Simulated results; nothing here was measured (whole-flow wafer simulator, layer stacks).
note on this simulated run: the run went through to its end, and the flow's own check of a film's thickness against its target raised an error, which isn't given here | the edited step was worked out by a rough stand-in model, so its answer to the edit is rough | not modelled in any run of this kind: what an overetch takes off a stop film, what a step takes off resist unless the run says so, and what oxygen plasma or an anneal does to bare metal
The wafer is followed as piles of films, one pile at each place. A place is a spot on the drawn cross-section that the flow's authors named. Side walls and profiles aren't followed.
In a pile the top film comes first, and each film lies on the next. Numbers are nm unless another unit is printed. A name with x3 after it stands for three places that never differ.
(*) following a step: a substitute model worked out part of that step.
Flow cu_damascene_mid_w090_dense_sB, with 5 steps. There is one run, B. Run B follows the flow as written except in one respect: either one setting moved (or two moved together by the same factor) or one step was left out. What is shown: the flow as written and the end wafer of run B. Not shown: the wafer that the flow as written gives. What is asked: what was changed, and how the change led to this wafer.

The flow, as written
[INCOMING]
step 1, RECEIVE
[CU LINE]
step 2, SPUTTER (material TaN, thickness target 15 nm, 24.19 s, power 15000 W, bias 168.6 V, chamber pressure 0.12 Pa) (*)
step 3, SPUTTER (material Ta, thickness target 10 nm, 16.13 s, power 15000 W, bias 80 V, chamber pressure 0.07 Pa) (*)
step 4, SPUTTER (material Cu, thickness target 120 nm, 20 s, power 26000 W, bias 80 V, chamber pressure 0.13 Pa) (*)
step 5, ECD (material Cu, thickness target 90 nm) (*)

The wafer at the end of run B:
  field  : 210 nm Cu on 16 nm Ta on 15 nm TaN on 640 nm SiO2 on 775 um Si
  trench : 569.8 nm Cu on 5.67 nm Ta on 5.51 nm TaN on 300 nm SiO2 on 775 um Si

What caused this: step 3, SPUTTER: thickness target 16 nm was run, while the flow as written has thickness target 10 nm; step 3, SPUTTER: 25.81 s was run, where the flow has 16.13 s.
One can read it off the wafer: field has Ta 16, and step 3 as written asks for 10 nm.

The path from the change to this, step by step:
  step 3, SPUTTER (material Ta, thickness target 10 nm, 16.13 s, power 15000 W, bias 80 V, chamber pressure 0.07 Pa) (*)
      field: Ta gains 16 (new film) (in the flow as written it would be: Ta gains 10 (new film))
      trench: Ta gains 5.67 (new film) (in the flow as written it would be: Ta gains 3.55 (new film))
  step 4, SPUTTER (material Cu, thickness target 120 nm, 20 s, power 26000 W, bias 80 V, chamber pressure 0.13 Pa) (*)
      trench: Cu gains 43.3 (new film) (in the flow as written it would be: Cu gains 44.3 (new film))
